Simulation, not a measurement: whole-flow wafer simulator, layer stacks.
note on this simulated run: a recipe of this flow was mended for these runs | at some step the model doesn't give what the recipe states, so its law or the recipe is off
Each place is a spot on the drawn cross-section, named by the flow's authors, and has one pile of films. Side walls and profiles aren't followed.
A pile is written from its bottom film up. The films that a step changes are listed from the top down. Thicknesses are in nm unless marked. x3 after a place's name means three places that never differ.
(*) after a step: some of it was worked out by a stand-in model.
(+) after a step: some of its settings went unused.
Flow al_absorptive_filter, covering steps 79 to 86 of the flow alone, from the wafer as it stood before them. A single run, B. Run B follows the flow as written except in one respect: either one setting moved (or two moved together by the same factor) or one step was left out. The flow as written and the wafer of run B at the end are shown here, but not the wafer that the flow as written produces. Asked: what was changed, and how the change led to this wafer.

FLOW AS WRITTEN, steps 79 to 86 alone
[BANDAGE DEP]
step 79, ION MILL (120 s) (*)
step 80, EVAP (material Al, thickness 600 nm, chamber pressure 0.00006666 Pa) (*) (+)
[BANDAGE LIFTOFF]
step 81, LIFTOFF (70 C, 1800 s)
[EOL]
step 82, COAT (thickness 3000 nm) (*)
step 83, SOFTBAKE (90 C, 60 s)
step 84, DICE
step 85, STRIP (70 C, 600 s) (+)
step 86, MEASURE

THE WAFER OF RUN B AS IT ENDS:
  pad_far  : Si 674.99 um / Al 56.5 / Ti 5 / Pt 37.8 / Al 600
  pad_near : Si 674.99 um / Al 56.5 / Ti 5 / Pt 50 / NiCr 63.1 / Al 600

Cause: step 79, ION MILL: 100 s was run, whereas the flow has 120 s.

The path from the change to this, step by step:
  step 79, ION MILL (120 s) (*)
      gnd, ledge, res and 9 more: -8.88 i-line-resist (as written it would have been: -10.7 i-line-resist)
      pad_far: -12.2 Pt (as written it would have been: -14.7 Pt)
      (as well as at 1 more place)
